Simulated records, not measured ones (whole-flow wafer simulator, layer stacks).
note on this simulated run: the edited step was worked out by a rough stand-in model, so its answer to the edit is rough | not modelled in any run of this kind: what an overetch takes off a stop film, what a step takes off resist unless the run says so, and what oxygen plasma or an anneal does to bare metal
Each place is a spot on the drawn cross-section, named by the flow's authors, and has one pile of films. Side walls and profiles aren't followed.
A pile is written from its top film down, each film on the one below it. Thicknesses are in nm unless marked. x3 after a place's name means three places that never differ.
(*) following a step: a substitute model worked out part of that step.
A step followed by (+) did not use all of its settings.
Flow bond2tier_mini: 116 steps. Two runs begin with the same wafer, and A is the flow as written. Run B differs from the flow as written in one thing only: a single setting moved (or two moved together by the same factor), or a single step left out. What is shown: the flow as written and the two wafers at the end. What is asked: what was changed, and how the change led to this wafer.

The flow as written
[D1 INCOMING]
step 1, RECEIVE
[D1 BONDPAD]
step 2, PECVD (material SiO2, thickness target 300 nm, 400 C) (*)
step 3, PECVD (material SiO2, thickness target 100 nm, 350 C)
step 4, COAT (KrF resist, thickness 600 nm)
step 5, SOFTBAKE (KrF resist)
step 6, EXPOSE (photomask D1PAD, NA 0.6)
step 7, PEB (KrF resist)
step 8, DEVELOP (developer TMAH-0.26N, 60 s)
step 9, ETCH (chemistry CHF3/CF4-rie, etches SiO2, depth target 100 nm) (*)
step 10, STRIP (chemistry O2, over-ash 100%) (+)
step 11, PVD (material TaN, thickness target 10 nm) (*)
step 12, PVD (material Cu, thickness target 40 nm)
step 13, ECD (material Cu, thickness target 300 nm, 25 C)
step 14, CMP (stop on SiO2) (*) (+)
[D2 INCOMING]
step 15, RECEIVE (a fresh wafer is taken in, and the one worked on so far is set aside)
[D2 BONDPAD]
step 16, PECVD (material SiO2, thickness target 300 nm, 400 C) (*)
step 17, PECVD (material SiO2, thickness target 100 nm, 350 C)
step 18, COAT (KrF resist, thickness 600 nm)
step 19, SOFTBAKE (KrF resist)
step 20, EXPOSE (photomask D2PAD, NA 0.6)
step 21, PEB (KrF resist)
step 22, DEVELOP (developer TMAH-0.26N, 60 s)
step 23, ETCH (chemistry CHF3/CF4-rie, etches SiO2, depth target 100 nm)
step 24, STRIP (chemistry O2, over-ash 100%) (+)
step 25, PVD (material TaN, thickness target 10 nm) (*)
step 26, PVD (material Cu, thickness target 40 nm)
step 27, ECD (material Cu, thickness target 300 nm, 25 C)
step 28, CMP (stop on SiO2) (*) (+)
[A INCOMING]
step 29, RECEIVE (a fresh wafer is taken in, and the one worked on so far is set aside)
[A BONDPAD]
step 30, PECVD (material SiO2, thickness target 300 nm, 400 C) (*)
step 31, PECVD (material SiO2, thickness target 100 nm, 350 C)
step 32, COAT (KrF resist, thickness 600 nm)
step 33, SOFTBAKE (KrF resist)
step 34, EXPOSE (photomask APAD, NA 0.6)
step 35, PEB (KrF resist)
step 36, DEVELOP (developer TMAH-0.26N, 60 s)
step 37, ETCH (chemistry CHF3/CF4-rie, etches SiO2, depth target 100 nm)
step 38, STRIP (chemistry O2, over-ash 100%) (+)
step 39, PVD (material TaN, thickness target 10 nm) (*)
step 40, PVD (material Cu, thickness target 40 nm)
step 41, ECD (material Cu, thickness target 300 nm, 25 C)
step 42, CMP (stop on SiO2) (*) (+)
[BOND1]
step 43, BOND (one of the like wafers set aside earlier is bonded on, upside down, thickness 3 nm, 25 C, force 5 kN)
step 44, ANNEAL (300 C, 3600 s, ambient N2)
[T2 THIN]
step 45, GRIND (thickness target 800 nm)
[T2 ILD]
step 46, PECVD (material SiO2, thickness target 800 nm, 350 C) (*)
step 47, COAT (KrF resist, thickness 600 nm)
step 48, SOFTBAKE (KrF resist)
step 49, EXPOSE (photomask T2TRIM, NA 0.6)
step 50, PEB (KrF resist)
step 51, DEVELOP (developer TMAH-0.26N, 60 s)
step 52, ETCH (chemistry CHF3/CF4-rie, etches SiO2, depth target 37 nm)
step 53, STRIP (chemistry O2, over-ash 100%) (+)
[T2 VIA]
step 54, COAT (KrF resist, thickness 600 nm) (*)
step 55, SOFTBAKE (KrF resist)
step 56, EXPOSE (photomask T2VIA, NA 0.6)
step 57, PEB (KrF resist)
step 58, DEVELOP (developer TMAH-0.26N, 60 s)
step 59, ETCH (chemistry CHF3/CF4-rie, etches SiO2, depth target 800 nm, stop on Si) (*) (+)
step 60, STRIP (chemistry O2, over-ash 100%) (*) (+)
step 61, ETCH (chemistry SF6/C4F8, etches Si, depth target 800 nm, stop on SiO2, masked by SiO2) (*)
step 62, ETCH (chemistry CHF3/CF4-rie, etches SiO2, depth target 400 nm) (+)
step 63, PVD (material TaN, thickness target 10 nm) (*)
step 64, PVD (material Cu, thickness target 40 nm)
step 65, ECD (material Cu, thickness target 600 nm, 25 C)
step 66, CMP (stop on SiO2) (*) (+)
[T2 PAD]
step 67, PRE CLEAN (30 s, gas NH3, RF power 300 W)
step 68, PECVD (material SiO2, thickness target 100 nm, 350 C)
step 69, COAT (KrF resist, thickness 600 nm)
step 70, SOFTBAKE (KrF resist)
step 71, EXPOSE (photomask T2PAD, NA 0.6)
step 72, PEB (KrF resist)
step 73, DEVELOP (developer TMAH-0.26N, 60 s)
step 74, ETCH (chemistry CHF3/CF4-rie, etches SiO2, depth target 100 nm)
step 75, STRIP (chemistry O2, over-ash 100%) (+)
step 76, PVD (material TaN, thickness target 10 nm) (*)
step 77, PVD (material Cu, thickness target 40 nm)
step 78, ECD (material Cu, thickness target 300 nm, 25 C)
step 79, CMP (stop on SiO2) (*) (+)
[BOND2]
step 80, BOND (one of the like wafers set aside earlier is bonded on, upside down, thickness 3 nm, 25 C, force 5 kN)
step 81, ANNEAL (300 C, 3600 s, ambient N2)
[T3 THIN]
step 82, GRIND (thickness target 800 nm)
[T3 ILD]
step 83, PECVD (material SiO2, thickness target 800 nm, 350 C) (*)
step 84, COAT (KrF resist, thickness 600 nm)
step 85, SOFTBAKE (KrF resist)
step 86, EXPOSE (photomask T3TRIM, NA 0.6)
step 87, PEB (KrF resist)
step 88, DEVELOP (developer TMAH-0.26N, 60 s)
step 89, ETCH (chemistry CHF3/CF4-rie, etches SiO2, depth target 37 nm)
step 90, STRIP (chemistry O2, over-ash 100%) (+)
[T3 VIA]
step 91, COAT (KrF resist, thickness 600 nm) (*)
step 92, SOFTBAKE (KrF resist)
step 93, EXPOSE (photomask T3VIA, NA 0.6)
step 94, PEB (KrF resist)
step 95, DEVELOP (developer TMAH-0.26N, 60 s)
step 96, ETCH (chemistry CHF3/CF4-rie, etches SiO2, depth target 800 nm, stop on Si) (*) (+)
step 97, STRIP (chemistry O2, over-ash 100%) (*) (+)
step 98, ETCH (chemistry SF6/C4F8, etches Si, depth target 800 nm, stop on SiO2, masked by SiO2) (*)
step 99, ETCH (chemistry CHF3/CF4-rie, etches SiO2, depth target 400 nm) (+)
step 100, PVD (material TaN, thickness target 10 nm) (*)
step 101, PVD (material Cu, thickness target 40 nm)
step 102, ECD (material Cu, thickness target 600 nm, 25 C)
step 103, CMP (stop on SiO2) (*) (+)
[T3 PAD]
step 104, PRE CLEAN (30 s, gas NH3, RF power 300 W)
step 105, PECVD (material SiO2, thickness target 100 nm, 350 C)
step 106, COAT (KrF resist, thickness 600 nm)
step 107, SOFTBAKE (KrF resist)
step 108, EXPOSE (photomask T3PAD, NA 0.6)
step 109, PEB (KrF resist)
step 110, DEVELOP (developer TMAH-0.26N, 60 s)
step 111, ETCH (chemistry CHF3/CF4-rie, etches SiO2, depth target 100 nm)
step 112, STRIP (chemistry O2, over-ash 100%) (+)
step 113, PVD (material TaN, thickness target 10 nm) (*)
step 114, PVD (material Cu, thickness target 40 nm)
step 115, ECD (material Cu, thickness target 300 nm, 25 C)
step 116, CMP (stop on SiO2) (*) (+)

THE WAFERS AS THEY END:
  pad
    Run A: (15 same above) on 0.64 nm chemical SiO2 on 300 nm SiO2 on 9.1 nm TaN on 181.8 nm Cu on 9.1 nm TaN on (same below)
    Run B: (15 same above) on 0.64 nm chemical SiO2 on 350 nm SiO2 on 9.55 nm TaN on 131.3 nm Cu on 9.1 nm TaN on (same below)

The reason: step 9, ETCH: depth target 50 nm was run, whereas the flow has depth target 100 nm.

The path from the change to this, step by step:
  step 9, ETCH (chemistry CHF3/CF4-rie, etches SiO2, depth target 100 nm) (*)
      pad, via: A SiO2 loses 100 | B SiO2 loses 50
      field: A KrF resist loses 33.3 | B KrF resist loses 16.7
  step 10, STRIP (chemistry O2, over-ash 100%) (+)
      field: A KrF resist loses 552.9 (all of it) | B KrF resist loses 569.6 (all of it)
  step 12, PVD (material Cu, thickness target 40 nm)
      pad: A Cu gains 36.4 (new film) | B Cu gains 38.2 (new film)
  step 13, ECD (material Cu, thickness target 300 nm, 25 C)
      pad: A Cu gains 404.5 | B Cu gains 352.3
      via: A Cu gains 400.2 | B Cu gains 350
  step 43, BOND (one of the like wafers set aside earlier is bonded on, upside down, thickness 3 nm, 25 C, force 5 kN)
      pad: A Si gains 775 um (new film), chemical SiO2 gains 0.64 (new film), SiO2 gains 300 (new film), TaN gains 9.1 (new film), Cu gains 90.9 | B Si gains 775 um (new film), chemical SiO2 gains 0.64 (new film), SiO2 gains 350 (new film), TaN gains 9.55 (new film), Cu gains 40.5
      via: A Si gains 775 um (new film), chemical SiO2 gains 0.64 (new film), SiO2 gains 300 (new film), TaN gains 9.97 (new film), Cu gains 90 | B Si gains 775 um (new film), chemical SiO2 gains 0.64 (new film), SiO2 gains 350 (new film), TaN gains 10 (new film), Cu gains 40
